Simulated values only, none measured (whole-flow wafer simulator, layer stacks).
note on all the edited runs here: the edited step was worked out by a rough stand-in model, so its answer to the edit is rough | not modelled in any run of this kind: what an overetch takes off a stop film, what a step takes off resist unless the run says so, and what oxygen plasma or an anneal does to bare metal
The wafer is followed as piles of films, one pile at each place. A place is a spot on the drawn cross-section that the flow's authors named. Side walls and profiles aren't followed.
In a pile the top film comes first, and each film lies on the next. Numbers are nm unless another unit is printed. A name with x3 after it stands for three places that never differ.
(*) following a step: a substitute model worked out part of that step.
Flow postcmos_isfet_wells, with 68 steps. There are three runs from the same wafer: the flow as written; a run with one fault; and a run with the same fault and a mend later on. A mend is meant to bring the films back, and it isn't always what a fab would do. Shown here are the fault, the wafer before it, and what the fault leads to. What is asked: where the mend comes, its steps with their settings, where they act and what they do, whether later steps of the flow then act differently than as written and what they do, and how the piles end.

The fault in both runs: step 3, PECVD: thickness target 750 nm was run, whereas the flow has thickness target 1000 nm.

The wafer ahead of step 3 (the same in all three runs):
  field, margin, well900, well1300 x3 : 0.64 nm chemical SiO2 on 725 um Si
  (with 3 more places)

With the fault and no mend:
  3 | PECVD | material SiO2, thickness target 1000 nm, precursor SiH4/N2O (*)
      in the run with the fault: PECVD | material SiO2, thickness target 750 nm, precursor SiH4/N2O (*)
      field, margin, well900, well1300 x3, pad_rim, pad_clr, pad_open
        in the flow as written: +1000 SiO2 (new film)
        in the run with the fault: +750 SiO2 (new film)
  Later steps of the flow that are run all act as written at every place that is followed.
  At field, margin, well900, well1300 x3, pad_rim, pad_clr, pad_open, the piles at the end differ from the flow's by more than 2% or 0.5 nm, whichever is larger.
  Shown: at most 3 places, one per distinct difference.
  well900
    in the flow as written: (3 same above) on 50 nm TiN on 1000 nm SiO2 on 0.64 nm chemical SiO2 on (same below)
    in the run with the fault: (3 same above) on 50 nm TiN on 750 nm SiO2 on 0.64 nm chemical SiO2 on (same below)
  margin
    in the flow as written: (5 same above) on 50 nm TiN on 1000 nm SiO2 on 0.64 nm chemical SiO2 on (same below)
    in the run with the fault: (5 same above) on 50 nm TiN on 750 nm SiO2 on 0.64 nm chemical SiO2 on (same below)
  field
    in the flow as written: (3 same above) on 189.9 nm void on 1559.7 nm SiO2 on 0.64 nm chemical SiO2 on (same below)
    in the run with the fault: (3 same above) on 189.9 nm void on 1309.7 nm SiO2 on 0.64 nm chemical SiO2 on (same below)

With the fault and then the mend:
  The mend stands after step 3.
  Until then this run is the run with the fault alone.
  3a | PECVD | material SiO2, thickness target 250 nm, precursor SiH4/N2O (*) (the flow's step 3 again, with other settings)
      field, margin, well900, well1300 x3, pad_rim, pad_clr, pad_open
        +250 SiO2
  Later steps of the flow that are run all act as written at every place that is followed.
  By the end, the piles equal the flow's at every place that both follow.
